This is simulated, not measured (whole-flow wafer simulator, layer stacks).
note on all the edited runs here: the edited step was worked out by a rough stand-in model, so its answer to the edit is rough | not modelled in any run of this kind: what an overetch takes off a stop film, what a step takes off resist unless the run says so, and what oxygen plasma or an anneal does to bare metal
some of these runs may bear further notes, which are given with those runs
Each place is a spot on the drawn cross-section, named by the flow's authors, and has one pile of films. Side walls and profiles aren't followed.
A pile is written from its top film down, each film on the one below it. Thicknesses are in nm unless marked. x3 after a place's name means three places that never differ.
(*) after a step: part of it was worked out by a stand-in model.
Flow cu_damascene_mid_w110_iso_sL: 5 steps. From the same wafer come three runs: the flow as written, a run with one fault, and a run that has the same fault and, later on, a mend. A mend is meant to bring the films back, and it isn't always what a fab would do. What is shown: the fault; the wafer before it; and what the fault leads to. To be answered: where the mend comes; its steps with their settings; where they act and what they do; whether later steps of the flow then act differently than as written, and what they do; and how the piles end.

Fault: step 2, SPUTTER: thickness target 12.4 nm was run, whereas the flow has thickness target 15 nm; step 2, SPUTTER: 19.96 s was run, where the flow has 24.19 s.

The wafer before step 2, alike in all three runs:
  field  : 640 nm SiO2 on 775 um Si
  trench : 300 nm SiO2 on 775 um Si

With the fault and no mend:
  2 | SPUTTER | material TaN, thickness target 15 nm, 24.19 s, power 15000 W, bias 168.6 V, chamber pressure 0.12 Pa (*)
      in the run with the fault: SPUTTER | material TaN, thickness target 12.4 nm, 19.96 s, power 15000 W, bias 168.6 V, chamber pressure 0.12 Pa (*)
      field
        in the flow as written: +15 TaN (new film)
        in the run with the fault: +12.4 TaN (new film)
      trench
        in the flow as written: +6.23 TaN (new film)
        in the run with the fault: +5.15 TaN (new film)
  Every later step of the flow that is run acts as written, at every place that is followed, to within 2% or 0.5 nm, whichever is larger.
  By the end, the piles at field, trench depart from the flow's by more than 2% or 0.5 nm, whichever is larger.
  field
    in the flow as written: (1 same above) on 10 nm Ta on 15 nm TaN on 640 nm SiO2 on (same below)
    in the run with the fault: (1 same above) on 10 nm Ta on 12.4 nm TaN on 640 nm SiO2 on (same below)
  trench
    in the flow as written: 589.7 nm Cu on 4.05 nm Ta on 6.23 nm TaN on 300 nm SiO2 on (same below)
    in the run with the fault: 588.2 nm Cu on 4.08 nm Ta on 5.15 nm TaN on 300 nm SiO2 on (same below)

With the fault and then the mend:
  The mend stands after step 2.
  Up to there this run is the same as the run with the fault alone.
  2a | SPUTTER | material TaN, thickness target 2.6 nm, 4.193 s, power 15000 W, bias 168.6 V, chamber pressure 0.12 Pa (*) (a further turn of the flow's step 2, with different settings)
      field
        +2.6 TaN
      trench
        +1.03 TaN
  Every later step of the flow that is run acts as written at every place that is followed.
  At the end the piles are close to the flow's at the places that both follow, differing by at most 2% or 0.5 nm, whichever is larger.
